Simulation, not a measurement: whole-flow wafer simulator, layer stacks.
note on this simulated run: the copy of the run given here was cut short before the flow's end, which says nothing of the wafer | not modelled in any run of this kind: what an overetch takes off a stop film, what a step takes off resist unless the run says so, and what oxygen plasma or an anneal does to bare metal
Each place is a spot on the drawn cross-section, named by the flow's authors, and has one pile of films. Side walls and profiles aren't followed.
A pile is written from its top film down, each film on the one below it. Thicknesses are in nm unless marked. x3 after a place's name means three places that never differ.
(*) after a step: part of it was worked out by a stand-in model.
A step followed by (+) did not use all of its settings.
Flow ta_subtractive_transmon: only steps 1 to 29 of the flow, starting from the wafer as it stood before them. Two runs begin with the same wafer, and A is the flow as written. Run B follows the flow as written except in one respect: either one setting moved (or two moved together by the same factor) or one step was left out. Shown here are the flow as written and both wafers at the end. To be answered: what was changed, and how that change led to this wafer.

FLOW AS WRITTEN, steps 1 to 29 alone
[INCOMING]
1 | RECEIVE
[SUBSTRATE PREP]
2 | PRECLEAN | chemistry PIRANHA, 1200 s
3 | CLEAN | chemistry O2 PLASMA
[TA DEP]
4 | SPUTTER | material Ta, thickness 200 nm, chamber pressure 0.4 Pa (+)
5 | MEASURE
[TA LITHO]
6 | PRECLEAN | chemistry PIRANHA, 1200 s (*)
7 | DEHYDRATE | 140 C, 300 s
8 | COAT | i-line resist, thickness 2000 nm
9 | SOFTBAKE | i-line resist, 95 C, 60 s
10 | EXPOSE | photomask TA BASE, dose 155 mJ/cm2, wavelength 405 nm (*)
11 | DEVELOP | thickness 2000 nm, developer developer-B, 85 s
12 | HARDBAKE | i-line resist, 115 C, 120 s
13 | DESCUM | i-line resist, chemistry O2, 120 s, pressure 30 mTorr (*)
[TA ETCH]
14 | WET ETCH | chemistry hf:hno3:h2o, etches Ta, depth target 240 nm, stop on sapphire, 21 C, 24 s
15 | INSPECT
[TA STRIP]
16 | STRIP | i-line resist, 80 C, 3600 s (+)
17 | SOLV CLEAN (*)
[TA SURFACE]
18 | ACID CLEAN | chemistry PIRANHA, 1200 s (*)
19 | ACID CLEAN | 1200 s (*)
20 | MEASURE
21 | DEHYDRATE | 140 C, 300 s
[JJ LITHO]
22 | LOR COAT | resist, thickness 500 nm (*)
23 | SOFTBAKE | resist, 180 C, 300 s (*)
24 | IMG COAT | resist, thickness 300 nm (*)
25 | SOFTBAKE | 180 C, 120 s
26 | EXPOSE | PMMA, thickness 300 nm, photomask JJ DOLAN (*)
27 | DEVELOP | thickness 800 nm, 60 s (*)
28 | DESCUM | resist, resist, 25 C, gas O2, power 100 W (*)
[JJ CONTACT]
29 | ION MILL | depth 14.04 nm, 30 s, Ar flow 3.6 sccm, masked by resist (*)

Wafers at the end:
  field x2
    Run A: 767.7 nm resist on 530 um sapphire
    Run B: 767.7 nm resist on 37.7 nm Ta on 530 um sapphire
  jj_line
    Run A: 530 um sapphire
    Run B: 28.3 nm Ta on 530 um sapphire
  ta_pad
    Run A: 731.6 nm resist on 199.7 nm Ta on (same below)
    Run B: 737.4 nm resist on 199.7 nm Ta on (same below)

The reason: step 14, WET ETCH: depth target 162 nm was run, while the flow as written has depth target 240 nm; step 14, WET ETCH: 16.2 s was run, where the flow has 24 s.

Step by step, how the change led to this:
  14 | WET ETCH | chemistry hf:hno3:h2o, etches Ta, depth target 240 nm, stop on sapphire, 21 C, 24 s
      field x2, jj_line, lead: A Ta loses 200 (all of it) | B Ta loses 162
  22 | LOR COAT | resist, thickness 500 nm (*)
      ta_contact: A resist gains 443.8 (new film) | B resist gains 453.6 (new film)
  29 | ION MILL | depth 14.04 nm, 30 s, Ar flow 3.6 sccm, masked by resist (*)
      jj_line, lead: A sapphire loses 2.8 | B Ta loses 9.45
If metal films that touch count as one body, field x2 has 1 body; the flow as written gives 0 bodies.
If metal films that touch count as one body, jj_line has 1 body; the flow as written gives 0 bodies.
